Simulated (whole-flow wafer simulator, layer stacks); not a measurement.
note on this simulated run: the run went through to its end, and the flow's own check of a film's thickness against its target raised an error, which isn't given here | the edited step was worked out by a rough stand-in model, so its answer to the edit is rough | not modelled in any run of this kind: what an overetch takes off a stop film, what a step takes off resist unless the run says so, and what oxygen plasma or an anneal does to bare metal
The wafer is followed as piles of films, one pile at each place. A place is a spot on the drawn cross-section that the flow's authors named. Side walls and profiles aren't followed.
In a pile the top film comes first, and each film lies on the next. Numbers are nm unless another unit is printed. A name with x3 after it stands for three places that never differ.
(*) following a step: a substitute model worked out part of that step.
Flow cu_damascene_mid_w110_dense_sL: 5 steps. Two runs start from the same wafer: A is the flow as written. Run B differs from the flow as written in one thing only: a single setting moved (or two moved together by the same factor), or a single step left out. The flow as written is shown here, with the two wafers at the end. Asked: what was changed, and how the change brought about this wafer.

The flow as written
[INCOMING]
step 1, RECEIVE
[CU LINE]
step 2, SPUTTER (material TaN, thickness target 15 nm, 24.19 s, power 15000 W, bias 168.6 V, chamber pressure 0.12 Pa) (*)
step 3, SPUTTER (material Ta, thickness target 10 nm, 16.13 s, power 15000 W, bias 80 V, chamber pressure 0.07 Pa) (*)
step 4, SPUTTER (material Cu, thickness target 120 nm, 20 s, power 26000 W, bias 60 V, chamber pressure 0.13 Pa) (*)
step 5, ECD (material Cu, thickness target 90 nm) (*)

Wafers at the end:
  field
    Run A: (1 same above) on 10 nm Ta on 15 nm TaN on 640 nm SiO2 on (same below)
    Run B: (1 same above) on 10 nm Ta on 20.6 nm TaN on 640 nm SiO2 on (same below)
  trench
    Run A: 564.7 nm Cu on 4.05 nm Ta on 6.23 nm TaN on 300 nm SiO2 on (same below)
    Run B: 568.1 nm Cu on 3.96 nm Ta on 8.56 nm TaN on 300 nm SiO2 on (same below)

Cause: step 2, SPUTTER: thickness target 20.6 nm was run, though the flow has thickness target 15 nm; step 2, SPUTTER: 33.26 s was run, where the flow has 24.19 s.
The wafer itself shows it: field has TaN 20.6, and step 2 as written asks for 15 nm.

How this came from the change, step by step:
  step 2, SPUTTER (material TaN, thickness target 15 nm, 24.19 s, power 15000 W, bias 168.6 V, chamber pressure 0.12 Pa) (*)
      field: A TaN gains 15 (new film) | B TaN gains 20.6 (new film)
      trench: A TaN gains 6.23 (new film) | B TaN gains 8.56 (new film)
